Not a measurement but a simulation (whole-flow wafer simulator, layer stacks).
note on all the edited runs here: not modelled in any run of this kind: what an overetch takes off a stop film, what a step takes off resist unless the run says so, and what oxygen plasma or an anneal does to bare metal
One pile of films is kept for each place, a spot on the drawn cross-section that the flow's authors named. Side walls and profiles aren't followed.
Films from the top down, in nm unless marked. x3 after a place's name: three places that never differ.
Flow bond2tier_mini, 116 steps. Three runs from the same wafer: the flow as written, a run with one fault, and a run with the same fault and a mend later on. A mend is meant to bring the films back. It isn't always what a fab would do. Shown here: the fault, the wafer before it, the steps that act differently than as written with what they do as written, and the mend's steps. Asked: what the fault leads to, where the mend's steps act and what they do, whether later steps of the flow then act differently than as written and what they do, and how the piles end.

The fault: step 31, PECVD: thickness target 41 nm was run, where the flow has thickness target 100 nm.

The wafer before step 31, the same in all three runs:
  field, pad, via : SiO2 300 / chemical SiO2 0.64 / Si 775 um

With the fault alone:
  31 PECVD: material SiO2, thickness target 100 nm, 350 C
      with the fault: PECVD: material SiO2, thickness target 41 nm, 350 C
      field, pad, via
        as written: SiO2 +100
        with the fault: SiO2 +41
  No later step of the flow acts differently than as written at any place that is followed.
  At the end the piles differ from the flow's by more than 2% or 0.5 nm, whichever is larger, at field, pad.
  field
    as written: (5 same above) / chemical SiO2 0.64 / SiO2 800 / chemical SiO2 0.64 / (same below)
    with the fault: (5 same above) / chemical SiO2 0.64 / SiO2 741 / chemical SiO2 0.64 / (same below)
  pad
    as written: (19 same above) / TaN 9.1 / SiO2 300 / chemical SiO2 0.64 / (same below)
    with the fault: (19 same above) / TaN 9.1 / SiO2 241 / chemical SiO2 0.64 / (same below)

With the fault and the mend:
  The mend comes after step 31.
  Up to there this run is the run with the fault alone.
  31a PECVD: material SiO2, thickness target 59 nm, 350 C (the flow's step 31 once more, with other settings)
      field, pad, via
        SiO2 +59
  No later step of the flow acts differently than as written at any place that is followed.
  At the end the piles are the same as the flow's at every place that both follow.
